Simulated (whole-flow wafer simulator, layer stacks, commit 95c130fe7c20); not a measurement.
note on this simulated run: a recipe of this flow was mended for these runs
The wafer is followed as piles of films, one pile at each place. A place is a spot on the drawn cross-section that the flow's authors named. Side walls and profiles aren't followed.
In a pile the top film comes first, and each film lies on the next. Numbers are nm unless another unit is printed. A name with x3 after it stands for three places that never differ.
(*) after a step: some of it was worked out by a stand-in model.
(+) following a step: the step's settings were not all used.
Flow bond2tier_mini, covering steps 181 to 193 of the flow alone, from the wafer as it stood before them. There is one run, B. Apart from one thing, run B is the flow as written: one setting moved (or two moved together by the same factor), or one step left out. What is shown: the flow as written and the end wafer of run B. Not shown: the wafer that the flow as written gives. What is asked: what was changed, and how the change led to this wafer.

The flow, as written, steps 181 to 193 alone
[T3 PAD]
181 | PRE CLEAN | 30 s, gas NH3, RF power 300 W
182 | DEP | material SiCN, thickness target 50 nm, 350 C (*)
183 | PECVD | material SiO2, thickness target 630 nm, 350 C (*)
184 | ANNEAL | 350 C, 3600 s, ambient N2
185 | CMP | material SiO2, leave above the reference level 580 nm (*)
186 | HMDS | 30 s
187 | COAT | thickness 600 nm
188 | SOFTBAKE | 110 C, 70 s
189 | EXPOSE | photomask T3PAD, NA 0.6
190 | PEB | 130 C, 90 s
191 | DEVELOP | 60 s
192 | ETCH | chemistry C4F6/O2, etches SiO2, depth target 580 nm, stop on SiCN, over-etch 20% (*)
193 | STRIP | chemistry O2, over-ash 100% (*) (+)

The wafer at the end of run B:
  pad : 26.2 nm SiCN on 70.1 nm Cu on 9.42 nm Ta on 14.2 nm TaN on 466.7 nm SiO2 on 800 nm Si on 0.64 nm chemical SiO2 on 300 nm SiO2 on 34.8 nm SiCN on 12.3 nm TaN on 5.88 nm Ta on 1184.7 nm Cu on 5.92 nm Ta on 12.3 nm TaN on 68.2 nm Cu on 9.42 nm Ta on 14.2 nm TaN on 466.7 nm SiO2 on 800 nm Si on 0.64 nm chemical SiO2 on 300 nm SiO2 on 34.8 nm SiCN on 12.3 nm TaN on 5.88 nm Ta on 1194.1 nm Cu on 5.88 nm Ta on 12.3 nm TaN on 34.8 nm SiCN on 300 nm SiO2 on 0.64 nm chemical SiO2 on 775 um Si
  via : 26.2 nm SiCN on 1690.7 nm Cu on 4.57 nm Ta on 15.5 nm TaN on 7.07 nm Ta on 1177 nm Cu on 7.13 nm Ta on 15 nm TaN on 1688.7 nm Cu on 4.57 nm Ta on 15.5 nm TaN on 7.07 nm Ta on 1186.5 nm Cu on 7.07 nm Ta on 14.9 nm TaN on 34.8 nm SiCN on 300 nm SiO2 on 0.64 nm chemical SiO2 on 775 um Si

The reason: step 192, ETCH: over-etch 24.3% was run, while the flow as written has over-etch 20%.

The path from the change to this, step by step:
  192 | ETCH | chemistry C4F6/O2, etches SiO2, depth target 580 nm, stop on SiCN, over-etch 20% (*)
      pad, via: -580 SiO2 (all of it), -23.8 SiCN (as written it would have been: -580 SiO2 (all of it), -19.6 SiCN)
      field: -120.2 thick-KrF-resist (as written it would have been: -116 thick-KrF-resist)
